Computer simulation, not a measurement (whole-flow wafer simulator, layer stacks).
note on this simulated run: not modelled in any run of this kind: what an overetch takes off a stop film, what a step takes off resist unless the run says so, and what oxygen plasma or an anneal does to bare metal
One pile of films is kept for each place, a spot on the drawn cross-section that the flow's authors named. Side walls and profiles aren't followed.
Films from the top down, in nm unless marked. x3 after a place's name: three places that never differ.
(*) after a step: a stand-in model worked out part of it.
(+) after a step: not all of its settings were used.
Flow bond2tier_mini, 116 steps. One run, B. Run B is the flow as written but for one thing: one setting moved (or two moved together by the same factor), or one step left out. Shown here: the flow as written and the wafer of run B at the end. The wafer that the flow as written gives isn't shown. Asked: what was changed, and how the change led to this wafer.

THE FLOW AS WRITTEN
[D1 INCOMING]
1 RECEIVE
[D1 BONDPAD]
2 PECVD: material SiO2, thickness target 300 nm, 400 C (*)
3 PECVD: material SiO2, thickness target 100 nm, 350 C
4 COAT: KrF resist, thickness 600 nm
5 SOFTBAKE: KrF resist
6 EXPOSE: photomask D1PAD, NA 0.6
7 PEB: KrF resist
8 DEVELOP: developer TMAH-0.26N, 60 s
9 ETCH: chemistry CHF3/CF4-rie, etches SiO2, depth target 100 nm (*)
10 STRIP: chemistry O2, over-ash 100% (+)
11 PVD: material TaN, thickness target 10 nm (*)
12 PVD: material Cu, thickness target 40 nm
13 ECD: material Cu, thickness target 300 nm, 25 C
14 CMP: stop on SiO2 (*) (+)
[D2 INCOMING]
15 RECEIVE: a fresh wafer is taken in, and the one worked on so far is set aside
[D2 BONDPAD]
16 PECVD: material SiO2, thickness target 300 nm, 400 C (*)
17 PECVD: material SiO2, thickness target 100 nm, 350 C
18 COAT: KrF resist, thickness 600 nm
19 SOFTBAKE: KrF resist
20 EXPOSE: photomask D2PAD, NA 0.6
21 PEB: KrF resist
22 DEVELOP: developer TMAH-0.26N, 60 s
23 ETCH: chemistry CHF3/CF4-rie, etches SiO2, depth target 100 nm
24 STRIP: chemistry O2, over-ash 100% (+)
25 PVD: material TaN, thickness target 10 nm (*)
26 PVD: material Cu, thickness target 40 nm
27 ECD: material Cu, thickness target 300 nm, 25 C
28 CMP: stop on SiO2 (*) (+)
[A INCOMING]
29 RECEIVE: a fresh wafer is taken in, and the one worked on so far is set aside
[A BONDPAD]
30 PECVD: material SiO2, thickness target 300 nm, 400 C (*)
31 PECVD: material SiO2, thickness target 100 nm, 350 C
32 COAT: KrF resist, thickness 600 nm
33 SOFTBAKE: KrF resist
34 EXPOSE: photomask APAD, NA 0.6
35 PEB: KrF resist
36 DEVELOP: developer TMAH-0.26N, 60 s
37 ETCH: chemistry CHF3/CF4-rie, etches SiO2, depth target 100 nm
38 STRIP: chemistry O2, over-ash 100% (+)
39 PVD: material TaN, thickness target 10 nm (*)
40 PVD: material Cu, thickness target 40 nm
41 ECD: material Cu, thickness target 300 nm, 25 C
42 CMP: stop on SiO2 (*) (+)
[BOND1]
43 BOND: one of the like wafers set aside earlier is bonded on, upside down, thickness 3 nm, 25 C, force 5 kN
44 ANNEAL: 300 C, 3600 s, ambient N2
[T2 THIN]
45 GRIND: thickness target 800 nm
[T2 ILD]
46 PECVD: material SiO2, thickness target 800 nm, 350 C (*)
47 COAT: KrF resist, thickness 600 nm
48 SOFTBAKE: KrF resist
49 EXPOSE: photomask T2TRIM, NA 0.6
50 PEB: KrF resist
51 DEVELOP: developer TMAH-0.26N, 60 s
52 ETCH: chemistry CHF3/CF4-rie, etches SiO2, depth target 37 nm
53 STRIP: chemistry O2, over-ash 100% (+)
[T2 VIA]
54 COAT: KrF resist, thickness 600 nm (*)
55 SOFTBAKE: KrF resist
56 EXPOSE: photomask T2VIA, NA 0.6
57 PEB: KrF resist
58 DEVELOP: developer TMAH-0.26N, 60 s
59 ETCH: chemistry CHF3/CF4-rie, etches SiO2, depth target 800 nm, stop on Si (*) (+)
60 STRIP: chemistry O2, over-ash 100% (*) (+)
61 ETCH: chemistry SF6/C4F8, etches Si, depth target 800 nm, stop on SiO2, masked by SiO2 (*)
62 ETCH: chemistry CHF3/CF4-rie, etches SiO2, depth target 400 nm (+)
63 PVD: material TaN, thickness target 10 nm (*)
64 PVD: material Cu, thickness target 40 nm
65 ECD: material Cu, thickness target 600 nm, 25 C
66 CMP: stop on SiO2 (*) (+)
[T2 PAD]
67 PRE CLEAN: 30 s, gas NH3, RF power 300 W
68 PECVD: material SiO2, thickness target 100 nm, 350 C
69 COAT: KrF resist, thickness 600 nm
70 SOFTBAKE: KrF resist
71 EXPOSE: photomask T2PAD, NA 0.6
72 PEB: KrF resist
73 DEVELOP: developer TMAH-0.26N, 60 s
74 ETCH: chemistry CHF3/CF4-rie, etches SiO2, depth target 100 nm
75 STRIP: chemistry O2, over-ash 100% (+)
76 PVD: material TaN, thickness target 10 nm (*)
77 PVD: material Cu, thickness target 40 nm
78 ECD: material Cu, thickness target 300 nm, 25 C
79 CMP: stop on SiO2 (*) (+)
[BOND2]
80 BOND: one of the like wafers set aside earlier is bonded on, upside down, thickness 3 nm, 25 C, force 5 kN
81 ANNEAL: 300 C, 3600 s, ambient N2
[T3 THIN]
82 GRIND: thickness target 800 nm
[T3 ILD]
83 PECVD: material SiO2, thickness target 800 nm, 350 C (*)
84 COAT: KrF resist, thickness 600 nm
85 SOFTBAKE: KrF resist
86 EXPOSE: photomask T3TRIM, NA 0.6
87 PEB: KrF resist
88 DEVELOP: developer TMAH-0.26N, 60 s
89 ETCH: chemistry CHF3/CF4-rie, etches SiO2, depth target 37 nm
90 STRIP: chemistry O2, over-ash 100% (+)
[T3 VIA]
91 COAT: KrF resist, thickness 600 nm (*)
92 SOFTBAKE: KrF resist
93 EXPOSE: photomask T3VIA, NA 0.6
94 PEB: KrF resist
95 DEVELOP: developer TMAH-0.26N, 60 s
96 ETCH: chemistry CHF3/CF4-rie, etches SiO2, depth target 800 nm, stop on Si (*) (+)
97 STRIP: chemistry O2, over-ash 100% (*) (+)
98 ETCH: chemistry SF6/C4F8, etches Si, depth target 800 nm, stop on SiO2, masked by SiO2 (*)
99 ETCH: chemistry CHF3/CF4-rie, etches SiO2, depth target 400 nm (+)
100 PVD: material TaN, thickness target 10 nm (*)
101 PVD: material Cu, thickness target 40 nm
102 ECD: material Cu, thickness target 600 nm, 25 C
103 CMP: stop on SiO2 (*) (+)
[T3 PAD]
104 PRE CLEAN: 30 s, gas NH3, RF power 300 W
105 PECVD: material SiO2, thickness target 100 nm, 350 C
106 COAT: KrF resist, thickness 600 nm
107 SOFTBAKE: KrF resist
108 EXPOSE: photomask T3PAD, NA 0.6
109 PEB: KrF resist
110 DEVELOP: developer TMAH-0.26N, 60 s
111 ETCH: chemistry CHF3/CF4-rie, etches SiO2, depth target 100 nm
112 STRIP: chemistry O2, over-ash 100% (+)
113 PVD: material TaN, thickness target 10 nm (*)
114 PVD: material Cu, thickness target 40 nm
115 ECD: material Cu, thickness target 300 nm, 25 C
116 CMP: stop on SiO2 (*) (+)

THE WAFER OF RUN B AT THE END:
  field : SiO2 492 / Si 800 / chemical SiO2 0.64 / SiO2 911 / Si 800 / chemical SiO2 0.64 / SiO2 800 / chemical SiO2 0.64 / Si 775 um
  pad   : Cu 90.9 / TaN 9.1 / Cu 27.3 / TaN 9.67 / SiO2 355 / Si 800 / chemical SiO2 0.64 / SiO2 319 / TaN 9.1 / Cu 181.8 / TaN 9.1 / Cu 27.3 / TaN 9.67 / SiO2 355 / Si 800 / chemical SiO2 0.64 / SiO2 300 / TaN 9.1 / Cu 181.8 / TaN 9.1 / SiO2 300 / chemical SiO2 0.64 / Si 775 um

The cause: step 17, PECVD: thickness target 119 nm was run, where the flow has thickness target 100 nm.

How the change led to this, step by step:
  17 PECVD: material SiO2, thickness target 100 nm, 350 C
      field, pad, via: SiO2 +119 (as written it would be: SiO2 +100)
  80 BOND: one of the like wafers set aside earlier is bonded on, upside down, thickness 3 nm, 25 C, force 5 kN
      field: Si +775 um (new film), chemical SiO2 +0.64 (new film), SiO2 +419 (as written it would be: Si +775 um (new film), chemical SiO2 +0.64 (new film), SiO2 +400)
      pad: Si +775 um (new film), chemical SiO2 +0.64 (new film), SiO2 +319 (new film), TaN +9.1 (new film), Cu +90.9 (as written it would be: Si +775 um (new film), chemical SiO2 +0.64 (new film), SiO2 +300 (new film), TaN +9.1 (new film), Cu +90.9)
